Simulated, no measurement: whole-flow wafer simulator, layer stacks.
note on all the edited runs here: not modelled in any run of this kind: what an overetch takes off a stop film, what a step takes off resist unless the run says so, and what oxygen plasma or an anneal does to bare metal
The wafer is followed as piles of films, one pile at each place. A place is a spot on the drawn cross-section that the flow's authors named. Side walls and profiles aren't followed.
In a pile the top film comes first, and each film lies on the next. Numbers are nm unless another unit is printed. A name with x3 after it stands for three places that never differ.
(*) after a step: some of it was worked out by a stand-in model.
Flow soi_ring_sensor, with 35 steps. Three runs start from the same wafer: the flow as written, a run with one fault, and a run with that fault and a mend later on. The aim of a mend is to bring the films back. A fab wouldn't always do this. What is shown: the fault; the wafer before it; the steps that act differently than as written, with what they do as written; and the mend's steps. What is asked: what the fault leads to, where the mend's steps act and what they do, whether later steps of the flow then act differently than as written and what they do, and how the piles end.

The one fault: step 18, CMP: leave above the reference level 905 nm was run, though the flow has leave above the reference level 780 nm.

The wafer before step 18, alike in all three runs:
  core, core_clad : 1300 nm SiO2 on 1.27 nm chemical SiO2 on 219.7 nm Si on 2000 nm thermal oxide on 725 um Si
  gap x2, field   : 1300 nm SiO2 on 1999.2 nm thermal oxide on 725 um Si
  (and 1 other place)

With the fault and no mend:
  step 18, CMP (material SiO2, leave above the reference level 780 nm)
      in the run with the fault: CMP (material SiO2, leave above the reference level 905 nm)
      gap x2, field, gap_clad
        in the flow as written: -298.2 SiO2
        in the run with the fault: -173.2 SiO2
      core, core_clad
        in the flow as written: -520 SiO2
        in the run with the fault: -395 SiO2
  Later steps of the flow acting differently than as written:
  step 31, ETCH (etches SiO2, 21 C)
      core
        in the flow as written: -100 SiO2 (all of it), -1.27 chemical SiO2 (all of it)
        in the run with the fault: -225 SiO2 (all of it), -1.27 chemical SiO2 (all of it)
  By the end, the piles at field, core_clad depart from the flow's by more than 2% or 0.5 nm, whichever is larger.
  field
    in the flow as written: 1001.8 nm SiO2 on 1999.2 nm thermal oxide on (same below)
    in the run with the fault: 1126.8 nm SiO2 on 1999.2 nm thermal oxide on (same below)
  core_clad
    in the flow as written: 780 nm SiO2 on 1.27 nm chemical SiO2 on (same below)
    in the run with the fault: 905 nm SiO2 on 1.27 nm chemical SiO2 on (same below)

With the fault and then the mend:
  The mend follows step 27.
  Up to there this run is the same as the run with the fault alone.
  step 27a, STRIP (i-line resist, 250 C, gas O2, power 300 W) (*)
      field, core_clad, gap_clad
        -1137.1 i-line resist (all of it)
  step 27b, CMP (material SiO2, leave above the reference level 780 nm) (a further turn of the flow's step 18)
      core, gap x2, field, core_clad, gap_clad
        -125 SiO2
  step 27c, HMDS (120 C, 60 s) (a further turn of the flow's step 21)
      alters no film at any place that is followed
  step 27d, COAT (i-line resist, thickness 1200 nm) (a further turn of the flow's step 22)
      core, gap x2, field, core_clad, gap_clad
        +1200 i-line resist (new film)
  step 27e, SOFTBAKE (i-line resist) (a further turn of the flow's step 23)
      alters no film at any place that is followed
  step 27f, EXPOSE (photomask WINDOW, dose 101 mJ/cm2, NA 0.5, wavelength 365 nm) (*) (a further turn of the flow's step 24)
      alters no film at any place that is followed
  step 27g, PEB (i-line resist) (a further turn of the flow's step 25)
      core, gap x2, field, core_clad, gap_clad
        -62.8 i-line resist
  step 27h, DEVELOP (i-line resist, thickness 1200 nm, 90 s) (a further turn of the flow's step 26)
      core, gap x2
        -1137.2 i-line resist (all of it)
      field, core_clad, gap_clad
        -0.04 i-line resist
  Every later step of the flow that is run acts as written at every place that is followed.
  By the end, the piles equal the flow's at every place that both follow.
